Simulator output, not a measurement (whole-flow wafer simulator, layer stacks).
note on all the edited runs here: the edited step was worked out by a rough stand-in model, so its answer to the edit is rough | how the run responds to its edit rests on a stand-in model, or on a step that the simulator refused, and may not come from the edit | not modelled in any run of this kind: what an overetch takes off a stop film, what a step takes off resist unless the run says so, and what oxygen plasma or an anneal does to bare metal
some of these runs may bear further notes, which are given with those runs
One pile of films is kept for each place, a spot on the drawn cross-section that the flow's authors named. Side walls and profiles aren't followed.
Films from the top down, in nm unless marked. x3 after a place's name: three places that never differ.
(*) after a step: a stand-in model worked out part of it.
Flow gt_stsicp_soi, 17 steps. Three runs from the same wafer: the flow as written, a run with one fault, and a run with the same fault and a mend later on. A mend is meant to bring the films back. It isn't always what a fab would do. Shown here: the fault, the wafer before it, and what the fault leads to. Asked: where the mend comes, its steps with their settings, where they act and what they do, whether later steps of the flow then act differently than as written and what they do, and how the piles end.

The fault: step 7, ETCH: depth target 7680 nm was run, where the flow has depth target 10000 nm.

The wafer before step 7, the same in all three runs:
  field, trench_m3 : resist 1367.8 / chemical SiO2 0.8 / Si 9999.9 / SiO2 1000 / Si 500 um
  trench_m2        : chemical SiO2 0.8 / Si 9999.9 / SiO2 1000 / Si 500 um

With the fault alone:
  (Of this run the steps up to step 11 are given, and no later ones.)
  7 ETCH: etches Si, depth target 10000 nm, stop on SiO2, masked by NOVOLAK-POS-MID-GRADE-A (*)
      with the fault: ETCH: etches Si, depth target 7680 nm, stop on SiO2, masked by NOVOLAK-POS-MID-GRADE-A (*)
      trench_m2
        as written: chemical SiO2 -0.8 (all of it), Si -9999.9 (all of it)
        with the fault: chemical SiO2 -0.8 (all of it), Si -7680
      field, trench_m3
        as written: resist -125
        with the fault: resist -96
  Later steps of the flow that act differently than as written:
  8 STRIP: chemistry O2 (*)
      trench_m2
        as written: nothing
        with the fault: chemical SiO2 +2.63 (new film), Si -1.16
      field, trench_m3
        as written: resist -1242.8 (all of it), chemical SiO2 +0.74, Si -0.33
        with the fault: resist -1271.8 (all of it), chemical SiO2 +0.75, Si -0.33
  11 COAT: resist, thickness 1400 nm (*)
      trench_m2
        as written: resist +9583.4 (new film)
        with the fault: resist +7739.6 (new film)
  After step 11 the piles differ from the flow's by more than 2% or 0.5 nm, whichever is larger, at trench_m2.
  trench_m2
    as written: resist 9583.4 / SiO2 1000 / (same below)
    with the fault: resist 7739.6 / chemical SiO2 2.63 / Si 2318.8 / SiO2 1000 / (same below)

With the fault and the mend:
  The mend comes after step 7.
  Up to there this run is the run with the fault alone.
  7a ETCH: etches Si, depth target 2320 nm, stop on SiO2, masked by NOVOLAK-POS-MID-GRADE-A (*) (the flow's step 7 once more, with other settings)
      field, trench_m3
        resist -29
      trench_m2
        Si -2319.9 (all of it)
  No later step of the flow acts differently than as written at any place that is followed.
  At the end the piles are the same as the flow's at every place that both follow.
